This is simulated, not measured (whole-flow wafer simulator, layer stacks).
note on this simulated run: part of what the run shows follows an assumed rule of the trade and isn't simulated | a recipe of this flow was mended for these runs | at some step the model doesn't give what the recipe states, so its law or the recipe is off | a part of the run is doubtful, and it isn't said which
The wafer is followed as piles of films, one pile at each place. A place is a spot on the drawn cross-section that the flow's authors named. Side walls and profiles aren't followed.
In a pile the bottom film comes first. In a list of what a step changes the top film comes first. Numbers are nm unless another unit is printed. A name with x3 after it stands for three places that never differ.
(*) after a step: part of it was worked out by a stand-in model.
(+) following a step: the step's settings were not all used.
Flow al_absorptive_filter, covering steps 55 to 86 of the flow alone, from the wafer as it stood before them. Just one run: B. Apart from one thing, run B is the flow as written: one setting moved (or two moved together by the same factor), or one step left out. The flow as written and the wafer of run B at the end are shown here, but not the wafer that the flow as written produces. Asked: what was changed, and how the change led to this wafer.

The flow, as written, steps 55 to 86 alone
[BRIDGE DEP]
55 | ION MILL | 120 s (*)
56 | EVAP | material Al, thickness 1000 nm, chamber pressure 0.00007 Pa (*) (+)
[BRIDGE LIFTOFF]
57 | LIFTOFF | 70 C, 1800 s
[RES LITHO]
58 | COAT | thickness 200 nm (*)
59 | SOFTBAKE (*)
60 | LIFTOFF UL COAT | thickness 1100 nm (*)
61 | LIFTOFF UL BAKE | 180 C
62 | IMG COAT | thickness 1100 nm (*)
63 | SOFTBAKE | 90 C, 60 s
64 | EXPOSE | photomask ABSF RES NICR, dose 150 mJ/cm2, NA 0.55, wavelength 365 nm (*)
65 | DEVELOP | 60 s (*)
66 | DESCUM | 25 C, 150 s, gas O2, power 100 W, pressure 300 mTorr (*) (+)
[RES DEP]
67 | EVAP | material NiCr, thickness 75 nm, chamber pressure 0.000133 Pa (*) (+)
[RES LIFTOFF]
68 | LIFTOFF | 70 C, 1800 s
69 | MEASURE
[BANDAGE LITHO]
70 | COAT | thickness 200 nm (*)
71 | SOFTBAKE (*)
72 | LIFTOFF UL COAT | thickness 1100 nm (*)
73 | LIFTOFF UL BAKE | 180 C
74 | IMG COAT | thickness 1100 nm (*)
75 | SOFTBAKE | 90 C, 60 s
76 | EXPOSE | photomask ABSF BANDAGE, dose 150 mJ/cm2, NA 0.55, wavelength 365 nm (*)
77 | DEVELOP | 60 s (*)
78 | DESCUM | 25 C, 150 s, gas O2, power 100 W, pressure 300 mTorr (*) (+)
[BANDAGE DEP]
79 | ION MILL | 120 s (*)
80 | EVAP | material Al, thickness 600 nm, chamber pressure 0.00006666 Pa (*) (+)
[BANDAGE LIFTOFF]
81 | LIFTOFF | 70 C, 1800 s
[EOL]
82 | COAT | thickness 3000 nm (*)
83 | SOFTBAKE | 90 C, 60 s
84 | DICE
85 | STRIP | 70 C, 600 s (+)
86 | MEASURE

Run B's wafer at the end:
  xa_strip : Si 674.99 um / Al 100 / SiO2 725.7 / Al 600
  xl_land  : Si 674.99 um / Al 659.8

Cause: step 56, EVAP: thickness 600 nm was run, though the flow has thickness 1000 nm.
One can read it off the wafer: xa_strip has Al 600, and step 56 as written asks for 1000 nm.

The path from the change to this, step by step:
  56 | EVAP | material Al, thickness 1000 nm, chamber pressure 0.00007 Pa (*) (+)
      gnd, pad_far, pad_near and 10 more: +600 Al (new film) (it would be, as written: +1000 Al (new film))
      xl_land: +600 Al (it would be, as written: +1000 Al)
  57 | LIFTOFF | 70 C, 1800 s
      gnd, xa_field, idc_field: -600 Al (all of it), -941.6 i-line-resist (all of it), -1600 lift-off-underlayer (all of it), -200 acrylic-e-beam-resist (all of it) (it would be, as written: -1000 Al (all of it), -941.6 i-line-resist (all of it), -1600 lift-off-underlayer (all of it), -200 acrylic-e-beam-resist (all of it))
      pad_far: -600 Al (all of it), -940.5 i-line-resist (all of it), -1591.1 lift-off-underlayer (all of it), -198.5 acrylic-e-beam-resist (all of it) (it would be, as written: -1000 Al (all of it), -940.5 i-line-resist (all of it), -1591.1 lift-off-underlayer (all of it), -198.5 acrylic-e-beam-resist (all of it))
      (and at 6 other places as well)
  58 | COAT | thickness 200 nm (*)
      xa_margin: +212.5 acrylic-e-beam-resist (new film) (it would be, as written: +288.1 acrylic-e-beam-resist (new film))
      xa_strip: +88.2 acrylic-e-beam-resist (new film) (it would be, as written: +66.9 acrylic-e-beam-resist (new film))
      (and at 2 other places as well)
  60 | LIFTOFF UL COAT | thickness 1100 nm (*)
      xa_margin: +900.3 lift-off-underlayer (new film) (it would be, as written: +1021 lift-off-underlayer (new film))
      xa_strip: +572.7 lift-off-underlayer (new film) (it would be, as written: +459.8 lift-off-underlayer (new film))
      (and at 1 other place as well)
  62 | IMG COAT | thickness 1100 nm (*)
      xa_margin: +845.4 i-line-resist (new film) (it would be, as written: +741.1 i-line-resist (new film))
      xa_strip: +732.2 i-line-resist (new film) (it would be, as written: +577.9 i-line-resist (new film))
  63 | SOFTBAKE | 90 C, 60 s
      xa_margin: -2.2 i-line-resist (it would be, as written: -3.13 i-line-resist)
  68 | LIFTOFF | 70 C, 1800 s
      xa_margin: -75 NiCr (all of it), -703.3 i-line-resist (all of it), -900.3 lift-off-underlayer (all of it), -212.5 acrylic-e-beam-resist (all of it) (it would be, as written: -75 NiCr (all of it), -598.1 i-line-resist (all of it), -1021 lift-off-underlayer (all of it), -288.1 acrylic-e-beam-resist (all of it))
      xa_strip: -75 NiCr (all of it), -587.9 i-line-resist (all of it), -572.7 lift-off-underlayer (all of it), -88.2 acrylic-e-beam-resist (all of it) (it would be, as written: -75 NiCr (all of it), -433.3 i-line-resist (all of it), -459.8 lift-off-underlayer (all of it), -66.9 acrylic-e-beam-resist (all of it))
      (and at 2 other places as well)
  70 | COAT | thickness 200 nm (*)
      xa_margin: +212.5 acrylic-e-beam-resist (new film) (it would be, as written: +288.1 acrylic-e-beam-resist (new film))
      xa_strip: +88.2 acrylic-e-beam-resist (new film) (it would be, as written: +66.9 acrylic-e-beam-resist (new film))
      (and at 1 other place as well)
  72 | LIFTOFF UL COAT | thickness 1100 nm (*)
      xa_margin: +900.3 lift-off-underlayer (new film) (it would be, as written: +1021 lift-off-underlayer (new film))
      xa_strip: +572.7 lift-off-underlayer (new film) (it would be, as written: +459.8 lift-off-underlayer (new film))
  74 | IMG COAT | thickness 1100 nm (*)
      xa_margin: +845.4 i-line-resist (new film) (it would be, as written: +741.1 i-line-resist (new film))
      xa_strip: +732.2 i-line-resist (new film) (it would be, as written: +577.9 i-line-resist (new film))
  75 | SOFTBAKE | 90 C, 60 s
      xa_margin: -2.2 i-line-resist (it would be, as written: -3.13 i-line-resist)
  81 | LIFTOFF | 70 C, 1800 s
      xa_margin: -600 Al (all of it), -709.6 i-line-resist (all of it), -900.3 lift-off-underlayer (all of it), -212.5 acrylic-e-beam-resist (all of it) (it would be, as written: -600 Al (all of it), -604.4 i-line-resist (all of it), -1021 lift-off-underlayer (all of it), -288.1 acrylic-e-beam-resist (all of it))
      xa_strip: -600 Al (all of it), -594.2 i-line-resist (all of it), -572.7 lift-off-underlayer (all of it), -88.2 acrylic-e-beam-resist (all of it) (it would be, as written: -600 Al (all of it), -439.6 i-line-resist (all of it), -459.8 lift-off-underlayer (all of it), -66.9 acrylic-e-beam-resist (all of it))
      (and at 1 other place as well)
  82 | COAT | thickness 3000 nm (*)
      xa_margin: +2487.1 i-line-resist (new film) (it would be, as written: +2563.4 i-line-resist (new film))
      xa_strip: +1908.3 i-line-resist (new film) (it would be, as written: +1594.3 i-line-resist (new film))
  83 | SOFTBAKE | 90 C, 60 s
      xa_margin: -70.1 i-line-resist (it would be, as written: -94.2 i-line-resist)
      xa_strip: -87 i-line-resist (it would be, as written: -117.3 i-line-resist)
      (and at 1 other place as well)
  85 | STRIP | 70 C, 600 s (+)
      xa_margin: -2417 i-line-resist (all of it) (it would be, as written: -2469.3 i-line-resist (all of it))
      xa_strip: -1821.3 i-line-resist (all of it) (it would be, as written: -1477 i-line-resist (all of it))
